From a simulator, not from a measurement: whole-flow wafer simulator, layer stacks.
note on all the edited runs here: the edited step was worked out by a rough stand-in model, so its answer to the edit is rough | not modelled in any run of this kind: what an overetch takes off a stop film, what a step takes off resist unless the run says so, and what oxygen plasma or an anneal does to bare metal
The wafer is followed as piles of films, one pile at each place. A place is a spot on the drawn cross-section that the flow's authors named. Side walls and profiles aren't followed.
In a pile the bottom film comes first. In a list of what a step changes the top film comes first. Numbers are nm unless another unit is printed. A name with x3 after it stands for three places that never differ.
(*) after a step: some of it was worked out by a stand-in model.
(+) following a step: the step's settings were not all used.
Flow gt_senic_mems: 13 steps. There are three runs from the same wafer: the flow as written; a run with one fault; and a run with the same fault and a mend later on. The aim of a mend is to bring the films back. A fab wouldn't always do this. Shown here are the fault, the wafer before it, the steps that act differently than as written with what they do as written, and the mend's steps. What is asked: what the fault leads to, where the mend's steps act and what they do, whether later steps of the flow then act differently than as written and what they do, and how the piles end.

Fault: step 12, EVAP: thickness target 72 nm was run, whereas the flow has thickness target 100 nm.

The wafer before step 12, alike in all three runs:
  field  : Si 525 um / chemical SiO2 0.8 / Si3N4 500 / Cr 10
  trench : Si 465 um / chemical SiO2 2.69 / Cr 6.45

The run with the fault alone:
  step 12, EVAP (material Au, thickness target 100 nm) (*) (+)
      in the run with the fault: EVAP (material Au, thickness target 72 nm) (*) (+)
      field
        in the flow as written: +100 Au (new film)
        in the run with the fault: +72 Au (new film)
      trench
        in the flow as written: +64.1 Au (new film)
        in the run with the fault: +46.2 Au (new film)
  Later steps of the flow that are run all act as written at every place that is followed.
  The piles end different from the flow's at field, trench by more than 2% or 0.5 nm, whichever is larger.
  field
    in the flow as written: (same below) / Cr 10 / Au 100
    in the run with the fault: (same below) / Cr 10 / Au 72
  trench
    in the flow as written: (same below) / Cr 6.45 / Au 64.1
    in the run with the fault: (same below) / Cr 6.45 / Au 46.2

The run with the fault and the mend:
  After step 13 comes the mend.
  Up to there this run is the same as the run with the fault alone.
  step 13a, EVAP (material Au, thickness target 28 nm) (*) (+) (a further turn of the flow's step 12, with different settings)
      field
        +28 Au
      trench
        +18 Au
  Later steps of the flow that are run all act as written at every place that is followed.
  At the end the piles are close to the flow's at the places that both follow, differing by at most 2% or 0.5 nm, whichever is larger.
